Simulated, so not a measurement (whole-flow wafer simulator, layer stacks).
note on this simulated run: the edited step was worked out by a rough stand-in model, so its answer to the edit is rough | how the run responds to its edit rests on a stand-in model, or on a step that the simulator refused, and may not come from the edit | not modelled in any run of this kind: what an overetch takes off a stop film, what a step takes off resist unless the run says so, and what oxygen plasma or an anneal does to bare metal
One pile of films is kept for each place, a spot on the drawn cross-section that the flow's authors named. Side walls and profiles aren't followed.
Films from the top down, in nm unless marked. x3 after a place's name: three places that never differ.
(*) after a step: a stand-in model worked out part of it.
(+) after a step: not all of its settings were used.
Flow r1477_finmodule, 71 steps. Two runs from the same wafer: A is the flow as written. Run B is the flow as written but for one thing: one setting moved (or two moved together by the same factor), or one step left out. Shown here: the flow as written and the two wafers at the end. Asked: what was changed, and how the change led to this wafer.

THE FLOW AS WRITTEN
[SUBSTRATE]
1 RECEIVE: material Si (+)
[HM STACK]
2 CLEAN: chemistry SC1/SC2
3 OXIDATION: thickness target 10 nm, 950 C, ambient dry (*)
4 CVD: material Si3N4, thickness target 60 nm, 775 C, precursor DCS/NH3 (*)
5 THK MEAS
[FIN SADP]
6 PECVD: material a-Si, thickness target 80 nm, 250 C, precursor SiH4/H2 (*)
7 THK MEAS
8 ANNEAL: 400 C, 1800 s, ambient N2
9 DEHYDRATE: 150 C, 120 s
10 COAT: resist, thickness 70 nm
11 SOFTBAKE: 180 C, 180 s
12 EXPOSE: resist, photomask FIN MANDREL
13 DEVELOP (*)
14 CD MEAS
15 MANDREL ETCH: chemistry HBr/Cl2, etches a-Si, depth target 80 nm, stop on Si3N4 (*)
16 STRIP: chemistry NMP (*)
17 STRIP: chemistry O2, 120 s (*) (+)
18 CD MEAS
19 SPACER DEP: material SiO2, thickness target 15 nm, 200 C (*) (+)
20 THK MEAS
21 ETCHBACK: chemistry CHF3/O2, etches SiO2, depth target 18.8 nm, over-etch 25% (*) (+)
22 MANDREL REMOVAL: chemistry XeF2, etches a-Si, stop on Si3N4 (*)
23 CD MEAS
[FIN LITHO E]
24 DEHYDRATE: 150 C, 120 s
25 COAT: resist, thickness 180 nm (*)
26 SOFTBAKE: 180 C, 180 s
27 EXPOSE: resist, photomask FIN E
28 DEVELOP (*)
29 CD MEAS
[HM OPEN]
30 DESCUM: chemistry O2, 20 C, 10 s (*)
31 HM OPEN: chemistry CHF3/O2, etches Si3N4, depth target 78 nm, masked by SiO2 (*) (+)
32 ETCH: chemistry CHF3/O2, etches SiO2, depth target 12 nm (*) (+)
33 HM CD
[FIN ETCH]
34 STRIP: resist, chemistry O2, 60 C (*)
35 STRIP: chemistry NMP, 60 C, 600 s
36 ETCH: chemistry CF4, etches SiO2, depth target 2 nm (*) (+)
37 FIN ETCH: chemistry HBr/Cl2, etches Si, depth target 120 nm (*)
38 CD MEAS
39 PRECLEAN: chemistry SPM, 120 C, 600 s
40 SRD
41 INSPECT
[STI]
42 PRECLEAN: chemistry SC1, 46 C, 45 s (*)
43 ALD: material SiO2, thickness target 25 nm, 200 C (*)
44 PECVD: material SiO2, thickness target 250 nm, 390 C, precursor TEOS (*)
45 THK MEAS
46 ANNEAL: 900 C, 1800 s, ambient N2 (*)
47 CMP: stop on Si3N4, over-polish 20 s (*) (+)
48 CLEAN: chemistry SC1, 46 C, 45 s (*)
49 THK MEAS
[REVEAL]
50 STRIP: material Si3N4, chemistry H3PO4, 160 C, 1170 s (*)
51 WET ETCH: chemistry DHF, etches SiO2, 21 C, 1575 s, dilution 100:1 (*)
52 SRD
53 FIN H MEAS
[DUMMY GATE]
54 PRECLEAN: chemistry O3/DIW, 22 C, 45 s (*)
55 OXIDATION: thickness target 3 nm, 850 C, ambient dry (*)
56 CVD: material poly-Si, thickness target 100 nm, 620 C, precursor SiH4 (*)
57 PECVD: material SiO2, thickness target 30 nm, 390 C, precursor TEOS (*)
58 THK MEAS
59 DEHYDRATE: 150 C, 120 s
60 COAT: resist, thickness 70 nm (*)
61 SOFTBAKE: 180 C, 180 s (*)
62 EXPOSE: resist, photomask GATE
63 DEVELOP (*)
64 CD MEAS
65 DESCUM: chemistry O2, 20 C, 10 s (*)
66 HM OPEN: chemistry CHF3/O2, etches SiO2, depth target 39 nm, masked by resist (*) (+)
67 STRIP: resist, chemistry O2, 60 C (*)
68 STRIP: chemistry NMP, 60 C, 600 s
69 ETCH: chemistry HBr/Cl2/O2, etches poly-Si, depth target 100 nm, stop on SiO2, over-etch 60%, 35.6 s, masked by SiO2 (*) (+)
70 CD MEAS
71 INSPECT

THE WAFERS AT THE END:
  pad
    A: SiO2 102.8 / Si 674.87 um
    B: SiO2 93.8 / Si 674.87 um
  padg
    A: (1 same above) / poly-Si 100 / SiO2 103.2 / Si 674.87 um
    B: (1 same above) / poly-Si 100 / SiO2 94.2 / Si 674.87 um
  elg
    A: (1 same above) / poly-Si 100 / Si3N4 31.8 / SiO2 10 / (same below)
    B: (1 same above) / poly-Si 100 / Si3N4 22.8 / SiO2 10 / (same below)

The cause: step 4, CVD: thickness target 51 nm was run, where the flow has thickness target 60 nm.

How the change led to this, step by step:
  4 CVD: material Si3N4, thickness target 60 nm, 775 C, precursor DCS/NH3 (*)
      pad, padg, elg and 33 more: A Si3N4 +60 (new film) | B Si3N4 +51 (new film)
  31 HM OPEN: chemistry CHF3/O2, etches Si3N4, depth target 78 nm, masked by SiO2 (*) (+)
      s40cg, s45cg, s50cg, s40co, s45co, s50co: A Si3N4 -60 (all of it), SiO2 -9 | B Si3N4 -51 (all of it), SiO2 -10 (all of it)
      pad, padg, esg and 13 more: A Si3N4 -56.4 (all of it), SiO2 -10 (all of it) | B Si3N4 -47.4 (all of it), SiO2 -10 (all of it)
      (and at 14 more places)
  32 ETCH: chemistry CHF3/O2, etches SiO2, depth target 12 nm (*) (+)
      s40cg, s40co: A SiO2 -1 (all of it), Si -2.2 | B Si -2.1
      s45cg, s45co: A SiO2 -1 (all of it), Si -2.2 | B Si -2.13
      (and at 2 more places)
  34 STRIP: resist, chemistry O2, 60 C (*)
      elg, e40lg, e100lg, e200lg, elo, e40lo, e100lo, e200lo: A resist -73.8 (all of it) | B resist -80.7 (all of it)
  43 ALD: material SiO2, thickness target 25 nm, 200 C (*)
      s45cg, s50cg, s45co, s50co: A SiO2 +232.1 (new film) | B SiO2 +226.5 (new film)
      s40cg, s40co: A SiO2 +232.1 (new film) | B SiO2 +226.4 (new film)
      (and at 1 more place)
  47 CMP: stop on Si3N4, over-polish 20 s (*) (+)
      pad, padg, e40sg and 11 more: A SiO2 -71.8 | B SiO2 -80.8
      eso: A SiO2 -72.4 | B SiO2 -81.4
  50 STRIP: material Si3N4, chemistry H3PO4, 160 C, 1170 s (*)
      s40sg_line, s45sg_line, s50sg_line, s40so_line, s45so_line, s50so_line: A Si3N4 -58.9 (all of it), SiO2 -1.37 | B Si3N4 -49.9 (all of it), SiO2 -1.65
  56 CVD: material poly-Si, thickness target 100 nm, 620 C, precursor SiH4 (*)
      s40cg, s40co: A poly-Si +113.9 (new film) | B poly-Si +124.9 (new film)
      s45cg, s45co: A poly-Si +113.4 (new film) | B poly-Si +124.9 (new film)
      (and at 2 more places)
  60 COAT: resist, thickness 70 nm (*)
      s40cg, s40co: A resist +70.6 (new film) | B resist +68.7 (new film)
      s40sg, s40so: A resist +91 (new film) | B resist +100.2 (new film)
      (and at 6 more places)
  63 DEVELOP (*)
      s40co: A resist -70.6 (all of it) | B resist -68.7 (all of it)
      s40so: A resist -91 (all of it) | B resist -100.2 (all of it)
      (and at 3 more places)
  67 STRIP: resist, chemistry O2, 60 C (*)
      s40cg: A resist -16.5 (all of it) | B resist -14.6 (all of it)
      s40sg: A resist -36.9 (all of it) | B resist -46 (all of it)
      (and at 3 more places)
  69 ETCH: chemistry HBr/Cl2/O2, etches poly-Si, depth target 100 nm, stop on SiO2, over-etch 60%, 35.6 s, masked by SiO2 (*) (+)
      s40co: A chemical SiO2 -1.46 (all of it), poly-Si -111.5 (all of it), SiO2 -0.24 | B chemical SiO2 -1.46 (all of it), poly-Si -122.5 (all of it), SiO2 -0.19
      s45co: A chemical SiO2 -1.46 (all of it), poly-Si -110.9 (all of it), SiO2 -0.25 | B chemical SiO2 -1.46 (all of it), poly-Si -122.5 (all of it), SiO2 -0.19
      (and at 1 more place)
